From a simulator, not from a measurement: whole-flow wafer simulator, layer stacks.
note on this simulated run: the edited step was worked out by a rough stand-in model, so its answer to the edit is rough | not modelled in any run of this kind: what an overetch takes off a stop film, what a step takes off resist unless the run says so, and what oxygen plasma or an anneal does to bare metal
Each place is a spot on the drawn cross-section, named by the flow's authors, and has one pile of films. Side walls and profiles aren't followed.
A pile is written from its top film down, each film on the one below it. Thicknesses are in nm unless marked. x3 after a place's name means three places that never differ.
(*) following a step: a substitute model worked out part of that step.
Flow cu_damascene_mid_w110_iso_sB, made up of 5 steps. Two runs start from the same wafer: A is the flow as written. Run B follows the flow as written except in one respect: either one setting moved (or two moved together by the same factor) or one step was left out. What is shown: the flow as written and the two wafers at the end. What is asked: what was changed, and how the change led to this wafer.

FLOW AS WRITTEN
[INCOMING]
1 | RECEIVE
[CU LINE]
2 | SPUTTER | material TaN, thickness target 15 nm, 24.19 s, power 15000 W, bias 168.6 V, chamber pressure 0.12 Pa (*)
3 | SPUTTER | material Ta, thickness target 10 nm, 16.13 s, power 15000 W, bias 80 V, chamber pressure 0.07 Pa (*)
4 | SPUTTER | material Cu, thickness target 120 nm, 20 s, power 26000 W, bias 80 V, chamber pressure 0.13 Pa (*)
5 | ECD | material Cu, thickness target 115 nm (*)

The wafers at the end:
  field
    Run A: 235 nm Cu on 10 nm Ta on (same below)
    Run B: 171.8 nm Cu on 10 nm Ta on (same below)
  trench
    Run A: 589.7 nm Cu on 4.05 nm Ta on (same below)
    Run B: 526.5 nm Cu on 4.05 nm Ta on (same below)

What caused this: step 5, ECD: thickness target 51.8 nm was run, while the flow as written has thickness target 115 nm.

How this came from the change, step by step:
  5 | ECD | material Cu, thickness target 115 nm (*)
      field: A Cu gains 115 | B Cu gains 51.8
      trench: A Cu gains 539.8 | B Cu gains 476.6
